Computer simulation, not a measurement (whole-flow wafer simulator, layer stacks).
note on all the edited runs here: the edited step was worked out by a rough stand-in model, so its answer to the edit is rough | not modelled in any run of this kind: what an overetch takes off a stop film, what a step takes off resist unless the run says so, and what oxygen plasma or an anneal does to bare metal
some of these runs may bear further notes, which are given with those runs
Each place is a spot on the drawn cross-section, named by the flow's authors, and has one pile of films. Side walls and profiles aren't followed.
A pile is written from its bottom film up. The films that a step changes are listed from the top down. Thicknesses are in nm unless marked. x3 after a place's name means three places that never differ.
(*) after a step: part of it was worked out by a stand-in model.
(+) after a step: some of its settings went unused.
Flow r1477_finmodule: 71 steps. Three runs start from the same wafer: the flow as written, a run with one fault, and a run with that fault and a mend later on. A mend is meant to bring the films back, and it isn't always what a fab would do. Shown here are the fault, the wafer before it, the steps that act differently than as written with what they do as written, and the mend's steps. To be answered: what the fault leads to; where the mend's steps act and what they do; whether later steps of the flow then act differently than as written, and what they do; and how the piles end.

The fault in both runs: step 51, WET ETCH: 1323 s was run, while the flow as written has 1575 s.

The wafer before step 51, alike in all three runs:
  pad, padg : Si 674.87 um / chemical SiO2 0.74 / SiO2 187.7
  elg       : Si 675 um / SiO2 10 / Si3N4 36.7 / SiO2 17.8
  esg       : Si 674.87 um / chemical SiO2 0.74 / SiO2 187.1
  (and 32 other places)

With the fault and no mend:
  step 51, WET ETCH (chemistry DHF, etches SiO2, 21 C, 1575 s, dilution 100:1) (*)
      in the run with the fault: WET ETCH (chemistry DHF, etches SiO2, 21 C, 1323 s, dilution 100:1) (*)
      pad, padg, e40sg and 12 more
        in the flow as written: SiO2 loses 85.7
        in the run with the fault: SiO2 loses 72
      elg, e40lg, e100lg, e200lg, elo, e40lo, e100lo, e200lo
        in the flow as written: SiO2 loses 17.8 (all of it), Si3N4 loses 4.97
        in the run with the fault: SiO2 loses 17.8 (all of it), Si3N4 loses 3.94
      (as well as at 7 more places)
  Later steps of the flow acting differently than as written (1 more step, not shown, differs only slightly: by at most 2% or 0.5 nm, whichever is larger):
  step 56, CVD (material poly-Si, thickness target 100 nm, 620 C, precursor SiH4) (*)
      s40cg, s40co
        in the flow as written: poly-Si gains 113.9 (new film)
        in the run with the fault: poly-Si gains 101.3 (new film)
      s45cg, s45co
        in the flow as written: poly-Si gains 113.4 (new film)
        in the run with the fault: poly-Si gains 100.7 (new film)
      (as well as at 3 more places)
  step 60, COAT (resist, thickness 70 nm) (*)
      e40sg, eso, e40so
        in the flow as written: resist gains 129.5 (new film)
        in the run with the fault: resist gains 117.4 (new film)
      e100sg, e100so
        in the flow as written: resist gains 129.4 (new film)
        in the run with the fault: resist gains 117.4 (new film)
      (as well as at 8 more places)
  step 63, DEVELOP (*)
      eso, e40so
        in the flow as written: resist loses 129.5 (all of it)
        in the run with the fault: resist loses 117.4 (all of it)
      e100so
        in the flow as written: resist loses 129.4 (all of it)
        in the run with the fault: resist loses 117.4 (all of it)
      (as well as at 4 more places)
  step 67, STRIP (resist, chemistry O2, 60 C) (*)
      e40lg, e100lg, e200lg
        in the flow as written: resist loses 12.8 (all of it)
        in the run with the fault: resist loses 13.4 (all of it)
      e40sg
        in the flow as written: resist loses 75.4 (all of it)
        in the run with the fault: resist loses 63.3 (all of it)
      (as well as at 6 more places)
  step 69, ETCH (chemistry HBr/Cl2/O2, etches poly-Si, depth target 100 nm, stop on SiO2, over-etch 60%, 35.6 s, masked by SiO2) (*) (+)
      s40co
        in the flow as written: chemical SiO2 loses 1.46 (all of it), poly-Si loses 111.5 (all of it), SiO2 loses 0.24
        in the run with the fault: chemical SiO2 loses 1.39 (all of it), poly-Si loses 98.9 (all of it), SiO2 loses 0.36
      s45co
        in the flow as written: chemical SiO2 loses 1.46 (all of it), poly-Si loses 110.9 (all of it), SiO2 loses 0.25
        in the run with the fault: chemical SiO2 loses 1.39 (all of it), poly-Si loses 98.3 (all of it), SiO2 loses 0.38
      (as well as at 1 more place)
  By the end, the piles at pad, padg, elg and 27 more depart from the flow's by more than 2% or 0.5 nm, whichever is larger.
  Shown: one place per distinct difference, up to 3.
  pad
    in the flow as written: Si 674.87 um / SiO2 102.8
    in the run with the fault: Si 674.87 um / SiO2 116.5
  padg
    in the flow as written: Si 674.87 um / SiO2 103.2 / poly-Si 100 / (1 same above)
    in the run with the fault: Si 674.87 um / SiO2 116.9 / poly-Si 100 / (1 same above)
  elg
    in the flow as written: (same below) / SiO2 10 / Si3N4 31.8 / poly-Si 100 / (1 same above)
    in the run with the fault: (same below) / SiO2 10 / Si3N4 32.8 / poly-Si 100 / (1 same above)

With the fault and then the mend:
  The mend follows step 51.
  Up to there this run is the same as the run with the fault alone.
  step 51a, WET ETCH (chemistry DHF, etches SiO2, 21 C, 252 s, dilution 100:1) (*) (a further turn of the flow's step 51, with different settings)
      pad, padg, e40sg and 12 more
        SiO2 loses 13.7
      elg, e40lg, e100lg, e200lg, elo, e40lo, e100lo, e200lo
        Si3N4 loses 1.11
      esg, s40cg, s45cg, s50cg, s40co, s45co, s50co
        SiO2 loses 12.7
  Every later step of the flow that is run acts as written, at every place that is followed, to within 2% or 0.5 nm, whichever is larger.
  The piles end only slightly different from the flow's at the places that both follow, by no more than 2% or 0.5 nm, whichever is larger.
